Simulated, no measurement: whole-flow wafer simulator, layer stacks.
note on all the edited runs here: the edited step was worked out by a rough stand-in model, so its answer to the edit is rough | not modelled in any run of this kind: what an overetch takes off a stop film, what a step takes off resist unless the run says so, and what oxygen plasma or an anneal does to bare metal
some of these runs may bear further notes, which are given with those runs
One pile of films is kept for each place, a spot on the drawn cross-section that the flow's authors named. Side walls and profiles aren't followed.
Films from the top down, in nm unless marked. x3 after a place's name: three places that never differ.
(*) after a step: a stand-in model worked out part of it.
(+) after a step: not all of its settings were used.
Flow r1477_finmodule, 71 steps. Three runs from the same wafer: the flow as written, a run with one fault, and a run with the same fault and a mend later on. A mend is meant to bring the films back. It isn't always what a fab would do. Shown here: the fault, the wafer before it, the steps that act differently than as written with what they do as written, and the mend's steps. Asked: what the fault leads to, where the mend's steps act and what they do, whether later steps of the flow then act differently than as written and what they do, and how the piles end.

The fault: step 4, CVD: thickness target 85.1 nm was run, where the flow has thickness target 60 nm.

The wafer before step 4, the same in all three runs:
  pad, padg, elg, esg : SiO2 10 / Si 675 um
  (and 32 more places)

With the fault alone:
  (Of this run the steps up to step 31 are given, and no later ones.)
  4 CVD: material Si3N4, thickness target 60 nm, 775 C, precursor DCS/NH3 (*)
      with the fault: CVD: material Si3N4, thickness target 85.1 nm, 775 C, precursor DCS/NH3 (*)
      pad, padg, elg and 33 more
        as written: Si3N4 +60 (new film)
        with the fault: Si3N4 +85.1 (new film)
  Later steps of the flow that act differently than as written:
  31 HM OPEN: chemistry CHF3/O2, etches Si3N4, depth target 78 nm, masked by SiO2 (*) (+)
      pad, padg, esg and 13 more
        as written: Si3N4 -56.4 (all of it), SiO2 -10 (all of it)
        with the fault: Si3N4 -78
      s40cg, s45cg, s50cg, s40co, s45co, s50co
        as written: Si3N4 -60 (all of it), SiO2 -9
        with the fault: Si3N4 -78
  After step 31 the piles differ from the flow's by more than 2% or 0.5 nm, whichever is larger, at pad, padg, elg and 33 more.
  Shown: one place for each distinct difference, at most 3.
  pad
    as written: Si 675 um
    with the fault: Si3N4 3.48 / SiO2 10 / Si 675 um
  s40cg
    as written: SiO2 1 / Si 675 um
    with the fault: Si3N4 7.1 / SiO2 10 / Si 675 um
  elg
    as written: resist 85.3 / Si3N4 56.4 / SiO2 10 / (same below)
    with the fault: resist 85.3 / Si3N4 81.5 / SiO2 10 / (same below)

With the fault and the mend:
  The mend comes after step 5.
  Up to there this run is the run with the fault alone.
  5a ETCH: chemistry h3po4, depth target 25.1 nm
      pad, padg, elg and 33 more
        Si3N4 -25.1
  No later step of the flow acts differently than as written at any place that is followed.
  At the end the piles are the same as the flow's at every place that both follow.
